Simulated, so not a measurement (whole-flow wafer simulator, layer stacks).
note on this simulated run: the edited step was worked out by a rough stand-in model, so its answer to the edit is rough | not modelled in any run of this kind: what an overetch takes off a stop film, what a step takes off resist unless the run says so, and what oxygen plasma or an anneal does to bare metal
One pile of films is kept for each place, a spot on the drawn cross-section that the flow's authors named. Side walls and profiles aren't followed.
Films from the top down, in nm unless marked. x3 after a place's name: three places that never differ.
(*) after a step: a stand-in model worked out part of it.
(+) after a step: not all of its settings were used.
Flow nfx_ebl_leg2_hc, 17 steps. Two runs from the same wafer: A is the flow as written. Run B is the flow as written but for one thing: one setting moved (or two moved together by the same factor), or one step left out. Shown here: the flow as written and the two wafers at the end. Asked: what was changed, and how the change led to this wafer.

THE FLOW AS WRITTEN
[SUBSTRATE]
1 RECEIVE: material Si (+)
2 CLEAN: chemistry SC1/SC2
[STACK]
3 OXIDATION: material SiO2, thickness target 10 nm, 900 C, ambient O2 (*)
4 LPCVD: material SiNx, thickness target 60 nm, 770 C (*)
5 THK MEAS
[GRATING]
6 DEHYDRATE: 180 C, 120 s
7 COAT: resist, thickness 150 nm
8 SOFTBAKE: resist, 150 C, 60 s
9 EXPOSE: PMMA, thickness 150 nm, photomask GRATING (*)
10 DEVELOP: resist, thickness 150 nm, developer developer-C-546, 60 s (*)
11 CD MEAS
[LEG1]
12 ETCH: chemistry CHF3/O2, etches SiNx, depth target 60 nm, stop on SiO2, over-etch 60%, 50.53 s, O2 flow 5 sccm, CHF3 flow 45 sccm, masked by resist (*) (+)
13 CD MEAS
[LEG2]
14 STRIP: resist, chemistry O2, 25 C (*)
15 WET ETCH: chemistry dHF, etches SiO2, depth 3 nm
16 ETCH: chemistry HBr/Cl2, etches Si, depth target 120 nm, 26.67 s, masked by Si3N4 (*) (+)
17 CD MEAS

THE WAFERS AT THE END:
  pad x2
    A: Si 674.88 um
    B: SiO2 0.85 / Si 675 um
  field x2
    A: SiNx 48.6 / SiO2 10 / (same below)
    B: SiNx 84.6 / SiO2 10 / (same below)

The cause: step 4, LPCVD: thickness target 96 nm was run, where the flow has thickness target 60 nm.

How the change led to this, step by step:
  4 LPCVD: material SiNx, thickness target 60 nm, 770 C (*)
      field x2, pad x2: A SiNx +60 (new film) | B SiNx +96 (new film)
  12 ETCH: chemistry CHF3/O2, etches SiNx, depth target 60 nm, stop on SiO2, over-etch 60%, 50.53 s, O2 flow 5 sccm, CHF3 flow 45 sccm, masked by resist (*) (+)
      pad x2: A SiNx -60 (all of it), SiO2 -10 (all of it) | B SiNx -96 (all of it)
  14 STRIP: resist, chemistry O2, 25 C (*)
      pad x2: A chemical SiO2 +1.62 (new film), Si -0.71 | B nothing
  15 WET ETCH: chemistry dHF, etches SiO2, depth 3 nm
      pad x2: A chemical SiO2 -1.62 (all of it) | B SiO2 -3
  16 ETCH: chemistry HBr/Cl2, etches Si, depth target 120 nm, 26.67 s, masked by Si3N4 (*) (+)
      pad x2: A Si -120 | B SiO2 -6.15
